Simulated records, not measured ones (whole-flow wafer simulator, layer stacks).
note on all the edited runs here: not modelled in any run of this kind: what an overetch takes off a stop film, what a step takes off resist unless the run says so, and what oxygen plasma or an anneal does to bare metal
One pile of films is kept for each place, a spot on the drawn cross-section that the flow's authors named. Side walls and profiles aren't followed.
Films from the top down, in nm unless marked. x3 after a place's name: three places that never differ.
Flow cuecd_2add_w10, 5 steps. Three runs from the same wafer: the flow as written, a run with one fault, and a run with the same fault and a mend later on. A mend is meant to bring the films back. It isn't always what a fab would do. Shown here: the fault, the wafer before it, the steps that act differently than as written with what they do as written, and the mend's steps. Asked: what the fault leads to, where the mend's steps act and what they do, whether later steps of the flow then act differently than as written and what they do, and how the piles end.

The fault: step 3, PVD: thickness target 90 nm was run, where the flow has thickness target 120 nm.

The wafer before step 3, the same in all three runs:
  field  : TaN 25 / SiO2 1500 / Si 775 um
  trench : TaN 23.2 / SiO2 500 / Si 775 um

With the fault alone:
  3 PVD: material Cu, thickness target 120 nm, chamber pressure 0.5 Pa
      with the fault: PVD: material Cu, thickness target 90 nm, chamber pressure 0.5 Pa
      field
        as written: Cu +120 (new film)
        with the fault: Cu +90 (new film)
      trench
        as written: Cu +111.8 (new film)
        with the fault: Cu +83.8 (new film)
  No later step of the flow acts differently than as written at any place that is followed.
  At the end the piles differ from the flow's by more than 2% or 0.5 nm, whichever is larger, at field, trench.
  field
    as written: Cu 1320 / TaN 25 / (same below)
    with the fault: Cu 1290 / TaN 25 / (same below)
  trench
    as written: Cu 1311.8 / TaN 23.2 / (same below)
    with the fault: Cu 1283.8 / TaN 23.2 / (same below)

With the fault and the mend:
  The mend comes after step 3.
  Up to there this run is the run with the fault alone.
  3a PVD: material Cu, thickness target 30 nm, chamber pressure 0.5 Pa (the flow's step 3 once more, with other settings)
      field
        Cu +30
      trench
        Cu +27.9
  No later step of the flow acts differently than as written at any place that is followed.
  At the end the piles differ from the flow's only slightly at the places that both follow, by at most 2% or 0.5 nm, whichever is larger.
